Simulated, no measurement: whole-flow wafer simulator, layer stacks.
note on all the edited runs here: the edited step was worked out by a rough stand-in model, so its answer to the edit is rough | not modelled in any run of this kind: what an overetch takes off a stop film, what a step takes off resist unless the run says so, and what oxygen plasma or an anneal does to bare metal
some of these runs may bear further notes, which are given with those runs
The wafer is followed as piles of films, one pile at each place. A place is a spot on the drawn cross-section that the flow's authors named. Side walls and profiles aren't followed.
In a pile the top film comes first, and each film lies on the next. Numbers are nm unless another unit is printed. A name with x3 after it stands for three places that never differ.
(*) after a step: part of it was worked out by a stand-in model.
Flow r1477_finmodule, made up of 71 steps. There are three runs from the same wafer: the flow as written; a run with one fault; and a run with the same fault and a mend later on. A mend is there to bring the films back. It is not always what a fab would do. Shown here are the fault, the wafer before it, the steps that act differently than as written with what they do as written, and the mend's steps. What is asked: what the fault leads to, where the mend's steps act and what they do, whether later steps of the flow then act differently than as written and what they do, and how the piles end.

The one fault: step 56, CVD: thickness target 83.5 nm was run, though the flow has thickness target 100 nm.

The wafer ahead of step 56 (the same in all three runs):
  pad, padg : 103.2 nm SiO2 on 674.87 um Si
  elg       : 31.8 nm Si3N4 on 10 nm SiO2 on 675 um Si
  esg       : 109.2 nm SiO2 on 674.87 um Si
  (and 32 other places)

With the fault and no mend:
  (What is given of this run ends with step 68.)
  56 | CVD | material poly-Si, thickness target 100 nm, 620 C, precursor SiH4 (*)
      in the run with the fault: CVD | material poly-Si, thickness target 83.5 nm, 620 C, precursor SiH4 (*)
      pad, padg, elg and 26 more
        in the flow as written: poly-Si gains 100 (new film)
        in the run with the fault: poly-Si gains 83.5 (new film)
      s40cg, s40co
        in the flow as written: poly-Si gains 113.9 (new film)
        in the run with the fault: poly-Si gains 97 (new film)
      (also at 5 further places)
  Steps later in the flow that act otherwise than as written (2 more steps, not shown, differ only slightly: by at most 2% or 0.5 nm, whichever is larger):
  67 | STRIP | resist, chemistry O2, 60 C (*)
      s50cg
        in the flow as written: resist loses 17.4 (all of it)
        in the run with the fault: resist loses 18 (all of it)
  Once step 68 is done, the piles at pad, padg, elg and 33 more depart from the flow's by more than 2% or 0.5 nm, whichever is larger.
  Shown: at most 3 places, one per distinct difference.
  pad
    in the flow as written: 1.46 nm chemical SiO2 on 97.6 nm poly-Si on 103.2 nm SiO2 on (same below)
    in the run with the fault: 1.46 nm chemical SiO2 on 81.1 nm poly-Si on 103.2 nm SiO2 on (same below)
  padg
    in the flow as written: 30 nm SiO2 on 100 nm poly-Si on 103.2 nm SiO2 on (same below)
    in the run with the fault: 30 nm SiO2 on 83.5 nm poly-Si on 103.2 nm SiO2 on (same below)
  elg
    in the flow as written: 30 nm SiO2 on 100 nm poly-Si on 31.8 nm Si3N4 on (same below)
    in the run with the fault: 30 nm SiO2 on 83.5 nm poly-Si on 31.8 nm Si3N4 on (same below)

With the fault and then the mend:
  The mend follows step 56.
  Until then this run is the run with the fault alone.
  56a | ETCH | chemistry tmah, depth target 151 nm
      pad, padg, elg and 26 more
        poly-Si loses 83.5 (all of it)
      s40cg, s40co
        poly-Si loses 97 (all of it)
      s45cg, s45co
        poly-Si loses 96.4 (all of it)
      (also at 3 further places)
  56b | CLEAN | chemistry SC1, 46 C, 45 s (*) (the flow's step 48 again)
      s40sg_line, s45sg_line, s50sg_line, s40so_line, s45so_line, s50so_line
        SiO2 loses 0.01
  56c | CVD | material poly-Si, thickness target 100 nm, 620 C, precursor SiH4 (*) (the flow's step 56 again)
      pad, padg, elg and 26 more
        poly-Si gains 100 (new film)
      s40cg, s40co
        poly-Si gains 113.9 (new film)
      s45cg, s45co
        poly-Si gains 113.4 (new film)
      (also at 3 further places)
  Every later step of the flow that is run acts as written, at every place that is followed, to within 2% or 0.5 nm, whichever is larger.
  The piles end only slightly different from the flow's at the places that both follow, by no more than 2% or 0.5 nm, whichever is larger.
